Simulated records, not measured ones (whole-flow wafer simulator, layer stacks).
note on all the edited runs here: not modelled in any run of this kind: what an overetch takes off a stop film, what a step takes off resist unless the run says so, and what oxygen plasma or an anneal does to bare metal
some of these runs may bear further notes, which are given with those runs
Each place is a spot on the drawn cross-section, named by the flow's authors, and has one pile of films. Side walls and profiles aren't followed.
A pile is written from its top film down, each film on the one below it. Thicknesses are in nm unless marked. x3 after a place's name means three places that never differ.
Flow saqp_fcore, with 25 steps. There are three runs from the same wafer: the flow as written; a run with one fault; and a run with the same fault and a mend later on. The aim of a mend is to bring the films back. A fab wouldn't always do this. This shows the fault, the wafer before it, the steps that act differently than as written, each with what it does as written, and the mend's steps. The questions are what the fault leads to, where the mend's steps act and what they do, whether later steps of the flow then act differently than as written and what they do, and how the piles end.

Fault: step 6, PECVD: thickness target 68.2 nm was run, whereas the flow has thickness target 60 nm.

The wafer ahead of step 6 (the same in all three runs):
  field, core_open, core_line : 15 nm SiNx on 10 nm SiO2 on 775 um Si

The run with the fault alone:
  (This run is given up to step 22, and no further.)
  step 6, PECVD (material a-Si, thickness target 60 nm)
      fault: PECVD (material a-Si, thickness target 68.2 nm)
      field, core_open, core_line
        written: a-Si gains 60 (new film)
        fault: a-Si gains 68.2 (new film)
  Later steps of the flow up to step 22 that are run all act as written at every place that is followed.
  Once step 22 is done, the piles at field, core_open, core_line depart from the flow's by more than 2% or 0.5 nm, whichever is larger.
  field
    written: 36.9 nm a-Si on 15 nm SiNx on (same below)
    fault: 45.1 nm a-Si on 15 nm SiNx on (same below)
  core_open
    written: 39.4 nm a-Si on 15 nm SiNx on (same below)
    fault: 47.6 nm a-Si on 15 nm SiNx on (same below)
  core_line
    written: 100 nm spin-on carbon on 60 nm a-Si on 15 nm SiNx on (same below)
    fault: 100 nm spin-on carbon on 68.2 nm a-Si on 15 nm SiNx on (same below)

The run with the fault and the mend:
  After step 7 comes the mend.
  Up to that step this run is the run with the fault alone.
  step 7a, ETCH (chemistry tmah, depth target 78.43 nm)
      field, core_open, core_line
        a-Si loses 68.2 (all of it)
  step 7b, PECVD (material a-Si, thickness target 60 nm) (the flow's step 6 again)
      field, core_open, core_line
        a-Si gains 60 (new film)
  Later steps of the flow that are run all act as written at every place that is followed.
  The piles end the same as the flow's at every place that both follow.
